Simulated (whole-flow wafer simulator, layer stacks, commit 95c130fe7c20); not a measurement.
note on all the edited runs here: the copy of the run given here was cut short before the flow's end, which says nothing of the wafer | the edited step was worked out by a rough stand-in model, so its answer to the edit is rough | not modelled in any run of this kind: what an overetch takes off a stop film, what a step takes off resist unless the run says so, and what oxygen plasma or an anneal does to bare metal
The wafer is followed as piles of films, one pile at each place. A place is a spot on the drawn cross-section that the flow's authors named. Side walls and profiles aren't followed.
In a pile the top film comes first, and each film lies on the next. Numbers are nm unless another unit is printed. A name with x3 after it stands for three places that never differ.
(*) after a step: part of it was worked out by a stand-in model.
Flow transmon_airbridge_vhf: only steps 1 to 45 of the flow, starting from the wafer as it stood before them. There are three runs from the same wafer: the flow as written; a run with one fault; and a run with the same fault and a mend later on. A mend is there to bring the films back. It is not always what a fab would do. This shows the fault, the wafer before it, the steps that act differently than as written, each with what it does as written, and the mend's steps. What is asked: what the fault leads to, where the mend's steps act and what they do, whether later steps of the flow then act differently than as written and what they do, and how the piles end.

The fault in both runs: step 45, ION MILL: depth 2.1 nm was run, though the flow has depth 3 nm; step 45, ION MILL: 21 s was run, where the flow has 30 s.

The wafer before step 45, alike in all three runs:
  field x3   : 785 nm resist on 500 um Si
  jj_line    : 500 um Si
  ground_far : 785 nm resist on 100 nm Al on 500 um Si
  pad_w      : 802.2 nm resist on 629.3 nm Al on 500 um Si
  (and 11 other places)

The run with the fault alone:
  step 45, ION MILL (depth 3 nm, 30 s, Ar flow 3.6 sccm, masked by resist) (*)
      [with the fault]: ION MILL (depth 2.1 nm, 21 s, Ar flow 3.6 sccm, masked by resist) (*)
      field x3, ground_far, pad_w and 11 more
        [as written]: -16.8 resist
        [with the fault]: -11.8 resist
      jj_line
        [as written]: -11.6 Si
        [with the fault]: -8.14 Si
  Later steps of the flow that are run all act as written at every place that is followed.
  At the end the piles are close to the flow's at the places that both follow, differing by at most 2% or 0.5 nm, whichever is larger.

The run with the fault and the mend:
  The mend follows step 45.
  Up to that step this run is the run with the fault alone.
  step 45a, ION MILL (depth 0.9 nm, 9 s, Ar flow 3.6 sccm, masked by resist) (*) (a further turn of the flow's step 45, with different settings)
      field x3, ground_far, pad_w and 11 more
        -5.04 resist
      jj_line
        -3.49 Si
  Later steps of the flow that are run all act as written at every place that is followed.
  The piles end the same as the flow's at every place that both follow.
